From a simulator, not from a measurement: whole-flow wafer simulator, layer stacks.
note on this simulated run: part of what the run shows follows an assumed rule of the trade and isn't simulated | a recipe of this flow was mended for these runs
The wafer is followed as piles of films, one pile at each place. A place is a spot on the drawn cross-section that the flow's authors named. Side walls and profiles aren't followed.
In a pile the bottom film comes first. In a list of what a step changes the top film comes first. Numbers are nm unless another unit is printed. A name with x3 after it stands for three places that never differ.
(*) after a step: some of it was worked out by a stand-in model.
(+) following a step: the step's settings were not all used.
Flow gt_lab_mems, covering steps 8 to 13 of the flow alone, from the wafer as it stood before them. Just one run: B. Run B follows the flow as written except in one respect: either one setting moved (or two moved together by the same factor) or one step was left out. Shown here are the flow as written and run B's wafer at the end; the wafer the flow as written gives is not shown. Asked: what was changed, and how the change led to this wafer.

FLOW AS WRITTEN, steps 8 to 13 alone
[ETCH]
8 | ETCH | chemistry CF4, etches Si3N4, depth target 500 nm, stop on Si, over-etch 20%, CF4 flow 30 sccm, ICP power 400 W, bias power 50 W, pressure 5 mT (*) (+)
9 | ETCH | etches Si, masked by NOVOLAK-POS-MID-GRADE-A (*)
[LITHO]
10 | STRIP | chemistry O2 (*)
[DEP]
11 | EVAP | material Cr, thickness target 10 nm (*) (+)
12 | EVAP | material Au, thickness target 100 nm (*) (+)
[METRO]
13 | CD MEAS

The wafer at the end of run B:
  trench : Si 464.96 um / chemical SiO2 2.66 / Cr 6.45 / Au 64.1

Cause: step 8, ETCH: over-etch 32% was run, while the flow as written has over-etch 20%.

Step by step, how the change led to this:
  8 | ETCH | chemistry CF4, etches Si3N4, depth target 500 nm, stop on Si, over-etch 20%, CF4 flow 30 sccm, ICP power 400 W, bias power 50 W, pressure 5 mT (*) (+)
      field: -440 g/i-line-resist (it would be, as written: -400 g/i-line-resist)
      trench: -500 Si3N4 (all of it), -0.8 chemical SiO2 (all of it), -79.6 Si (it would be, as written: -500 Si3N4 (all of it), -0.8 chemical SiO2 (all of it), -49.6 Si)
  10 | STRIP | chemistry O2 (*)
      field: -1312 g/i-line-resist (all of it) (it would be, as written: -1352 g/i-line-resist (all of it))
